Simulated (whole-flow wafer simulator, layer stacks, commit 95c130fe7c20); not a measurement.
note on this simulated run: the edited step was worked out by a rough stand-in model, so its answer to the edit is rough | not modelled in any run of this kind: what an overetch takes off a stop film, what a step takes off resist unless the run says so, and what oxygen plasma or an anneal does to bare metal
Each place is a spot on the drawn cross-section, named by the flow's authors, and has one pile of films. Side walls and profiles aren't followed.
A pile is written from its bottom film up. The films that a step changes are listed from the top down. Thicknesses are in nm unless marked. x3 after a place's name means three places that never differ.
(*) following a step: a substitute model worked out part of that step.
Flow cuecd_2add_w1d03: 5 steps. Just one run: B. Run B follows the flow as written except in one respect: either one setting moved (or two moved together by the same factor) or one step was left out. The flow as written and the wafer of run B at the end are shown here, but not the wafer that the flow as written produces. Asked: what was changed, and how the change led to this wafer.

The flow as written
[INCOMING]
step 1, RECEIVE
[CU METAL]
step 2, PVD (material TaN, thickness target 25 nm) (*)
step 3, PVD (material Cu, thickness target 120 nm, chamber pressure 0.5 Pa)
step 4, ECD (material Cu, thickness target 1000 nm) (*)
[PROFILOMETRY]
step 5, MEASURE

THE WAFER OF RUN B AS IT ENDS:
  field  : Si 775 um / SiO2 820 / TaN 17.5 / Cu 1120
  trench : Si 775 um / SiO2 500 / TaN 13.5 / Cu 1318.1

The reason: step 2, PVD: thickness target 17.5 nm was run, whereas the flow has thickness target 25 nm.
The wafer lets one read it off: field has TaN 17.5, and step 2 as written asks for 25 nm.

The path from the change to this, step by step:
  step 2, PVD (material TaN, thickness target 25 nm) (*)
      field: +17.5 TaN (new film) (in the flow as written it would be: +25 TaN (new film))
      trench: +13.5 TaN (new film) (in the flow as written it would be: +19.4 TaN (new film))
